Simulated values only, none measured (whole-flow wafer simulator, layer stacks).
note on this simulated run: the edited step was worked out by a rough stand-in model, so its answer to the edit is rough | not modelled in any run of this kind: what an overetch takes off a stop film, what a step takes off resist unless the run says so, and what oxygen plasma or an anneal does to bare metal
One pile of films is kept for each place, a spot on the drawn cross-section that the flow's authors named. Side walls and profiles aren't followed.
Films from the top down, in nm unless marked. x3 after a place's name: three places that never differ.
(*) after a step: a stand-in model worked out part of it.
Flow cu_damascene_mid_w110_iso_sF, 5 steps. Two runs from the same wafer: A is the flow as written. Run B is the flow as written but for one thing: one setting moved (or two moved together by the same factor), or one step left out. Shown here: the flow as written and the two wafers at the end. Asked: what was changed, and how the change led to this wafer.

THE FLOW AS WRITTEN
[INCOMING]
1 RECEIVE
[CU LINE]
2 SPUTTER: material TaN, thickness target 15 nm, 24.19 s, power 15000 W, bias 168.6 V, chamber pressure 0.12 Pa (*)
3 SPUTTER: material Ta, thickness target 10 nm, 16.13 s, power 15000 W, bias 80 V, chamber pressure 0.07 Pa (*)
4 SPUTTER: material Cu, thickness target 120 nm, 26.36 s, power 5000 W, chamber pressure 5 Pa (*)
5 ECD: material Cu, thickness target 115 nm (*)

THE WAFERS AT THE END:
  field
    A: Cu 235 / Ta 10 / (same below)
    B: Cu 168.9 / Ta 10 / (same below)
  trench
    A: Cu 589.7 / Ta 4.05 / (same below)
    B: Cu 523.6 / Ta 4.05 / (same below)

The cause: step 5, ECD: thickness target 48.9 nm was run, where the flow has thickness target 115 nm.

How the change led to this, step by step:
  5 ECD: material Cu, thickness target 115 nm (*)
      field: A Cu +115 | B Cu +48.9
      trench: A Cu +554 | B Cu +487.9
